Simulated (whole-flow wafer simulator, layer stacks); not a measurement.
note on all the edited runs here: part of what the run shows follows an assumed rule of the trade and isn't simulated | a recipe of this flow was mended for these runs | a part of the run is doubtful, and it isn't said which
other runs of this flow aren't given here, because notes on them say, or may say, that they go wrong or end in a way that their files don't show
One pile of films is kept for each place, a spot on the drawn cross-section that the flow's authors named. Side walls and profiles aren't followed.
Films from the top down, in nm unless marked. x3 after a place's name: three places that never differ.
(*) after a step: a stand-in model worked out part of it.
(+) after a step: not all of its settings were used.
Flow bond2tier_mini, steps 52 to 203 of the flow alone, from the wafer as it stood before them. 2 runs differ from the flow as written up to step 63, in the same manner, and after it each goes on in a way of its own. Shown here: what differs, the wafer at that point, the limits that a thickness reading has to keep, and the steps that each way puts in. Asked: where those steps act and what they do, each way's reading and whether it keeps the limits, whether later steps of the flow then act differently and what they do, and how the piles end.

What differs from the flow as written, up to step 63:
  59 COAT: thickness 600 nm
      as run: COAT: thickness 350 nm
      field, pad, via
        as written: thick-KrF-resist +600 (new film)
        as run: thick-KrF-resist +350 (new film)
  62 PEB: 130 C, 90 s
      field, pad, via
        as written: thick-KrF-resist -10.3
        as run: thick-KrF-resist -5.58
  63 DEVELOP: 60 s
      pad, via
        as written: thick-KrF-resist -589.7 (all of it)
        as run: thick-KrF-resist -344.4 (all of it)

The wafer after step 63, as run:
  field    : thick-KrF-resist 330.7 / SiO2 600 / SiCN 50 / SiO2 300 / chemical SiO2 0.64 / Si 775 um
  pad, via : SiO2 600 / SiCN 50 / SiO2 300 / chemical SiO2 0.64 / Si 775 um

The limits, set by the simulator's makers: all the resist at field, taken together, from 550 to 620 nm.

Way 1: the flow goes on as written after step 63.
  The reading after step 63: 330.7 nm, outside the limits.
  Later steps of the flow that act differently than as written:
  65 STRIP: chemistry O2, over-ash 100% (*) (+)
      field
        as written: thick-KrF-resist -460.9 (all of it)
        this way: thick-KrF-resist -215.7 (all of it)
  At the end the piles are the same as the flow's at every place that both follow.

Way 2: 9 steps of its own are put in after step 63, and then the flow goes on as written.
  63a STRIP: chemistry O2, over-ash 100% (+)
      field
        thick-KrF-resist -330.7 (all of it)
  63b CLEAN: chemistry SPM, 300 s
      changes no film at any place that is followed
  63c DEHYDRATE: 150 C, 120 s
      changes no film at any place that is followed
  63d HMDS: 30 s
      changes no film at any place that is followed
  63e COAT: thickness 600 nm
      field, pad, via
        thick-KrF-resist +600 (new film)
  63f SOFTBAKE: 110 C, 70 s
      changes no film at any place that is followed
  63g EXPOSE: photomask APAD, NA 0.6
      changes no film at any place that is followed
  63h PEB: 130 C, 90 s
      field, pad, via
        thick-KrF-resist -10.3
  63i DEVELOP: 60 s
      pad, via
        thick-KrF-resist -589.7 (all of it)
      field
        thick-KrF-resist -13.7
  The reading after step 63i: 575.9 nm, within the limits.
  No later step of the flow acts differently than as written at any place that is followed.
  At the end the piles are the same as the flow's at every place that both follow.

Within the limits: way 2. Outside them: way 1.
